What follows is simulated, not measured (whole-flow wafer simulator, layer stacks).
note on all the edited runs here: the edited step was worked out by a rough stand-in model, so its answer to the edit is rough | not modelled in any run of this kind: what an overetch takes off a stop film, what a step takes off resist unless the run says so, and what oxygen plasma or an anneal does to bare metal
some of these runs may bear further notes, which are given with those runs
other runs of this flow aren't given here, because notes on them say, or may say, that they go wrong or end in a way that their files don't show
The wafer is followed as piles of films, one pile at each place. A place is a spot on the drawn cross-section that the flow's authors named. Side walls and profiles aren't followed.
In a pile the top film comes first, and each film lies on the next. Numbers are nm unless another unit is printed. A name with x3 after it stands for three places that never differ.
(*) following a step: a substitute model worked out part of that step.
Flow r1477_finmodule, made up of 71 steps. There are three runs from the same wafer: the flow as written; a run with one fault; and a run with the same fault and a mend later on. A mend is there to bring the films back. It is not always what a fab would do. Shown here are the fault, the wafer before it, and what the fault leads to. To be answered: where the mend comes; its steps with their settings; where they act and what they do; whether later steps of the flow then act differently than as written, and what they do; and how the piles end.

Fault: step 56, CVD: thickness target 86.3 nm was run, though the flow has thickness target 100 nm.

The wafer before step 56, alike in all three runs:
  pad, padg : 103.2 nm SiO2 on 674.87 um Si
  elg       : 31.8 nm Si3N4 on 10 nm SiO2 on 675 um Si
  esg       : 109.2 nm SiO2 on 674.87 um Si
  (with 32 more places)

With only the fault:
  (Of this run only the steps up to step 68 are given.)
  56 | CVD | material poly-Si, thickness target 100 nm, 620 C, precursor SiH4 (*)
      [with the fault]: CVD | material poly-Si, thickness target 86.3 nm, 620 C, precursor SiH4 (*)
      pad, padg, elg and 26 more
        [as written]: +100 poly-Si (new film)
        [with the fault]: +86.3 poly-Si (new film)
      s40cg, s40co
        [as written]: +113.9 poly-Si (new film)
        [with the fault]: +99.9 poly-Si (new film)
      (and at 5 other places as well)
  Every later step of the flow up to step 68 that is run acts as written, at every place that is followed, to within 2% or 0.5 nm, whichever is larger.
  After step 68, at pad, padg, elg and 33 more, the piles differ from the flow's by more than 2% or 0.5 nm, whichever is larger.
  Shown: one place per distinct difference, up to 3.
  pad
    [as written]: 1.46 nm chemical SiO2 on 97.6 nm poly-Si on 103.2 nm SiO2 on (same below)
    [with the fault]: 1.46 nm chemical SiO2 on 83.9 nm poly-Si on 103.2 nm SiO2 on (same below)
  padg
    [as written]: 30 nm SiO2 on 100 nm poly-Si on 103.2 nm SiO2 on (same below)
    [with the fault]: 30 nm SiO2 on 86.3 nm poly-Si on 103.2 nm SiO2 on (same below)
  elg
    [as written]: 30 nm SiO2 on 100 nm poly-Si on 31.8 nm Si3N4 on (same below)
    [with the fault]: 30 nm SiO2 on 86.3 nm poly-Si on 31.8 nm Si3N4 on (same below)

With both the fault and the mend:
  The mend follows step 56.
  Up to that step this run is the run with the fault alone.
  56a | ETCH | chemistry tmah, depth target 155.8 nm
      pad, padg, elg and 26 more
        -86.3 poly-Si (all of it)
      s40cg, s40co
        -99.9 poly-Si (all of it)
      s45cg, s45co
        -99.3 poly-Si (all of it)
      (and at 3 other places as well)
  56b | CLEAN | chemistry SC1, 46 C, 45 s (*) (the flow's step 48, run once more)
      s40sg_line, s45sg_line, s50sg_line, s40so_line, s45so_line, s50so_line
        -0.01 SiO2
  56c | CVD | material poly-Si, thickness target 100 nm, 620 C, precursor SiH4 (*) (the flow's step 56, run once more)
      pad, padg, elg and 26 more
        +100 poly-Si (new film)
      s40cg, s40co
        +113.9 poly-Si (new film)
      s45cg, s45co
        +113.4 poly-Si (new film)
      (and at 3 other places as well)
  Every later step of the flow that is run acts as written, at every place that is followed, to within 2% or 0.5 nm, whichever is larger.
  At the end the piles are close to the flow's at the places that both follow, differing by at most 2% or 0.5 nm, whichever is larger.
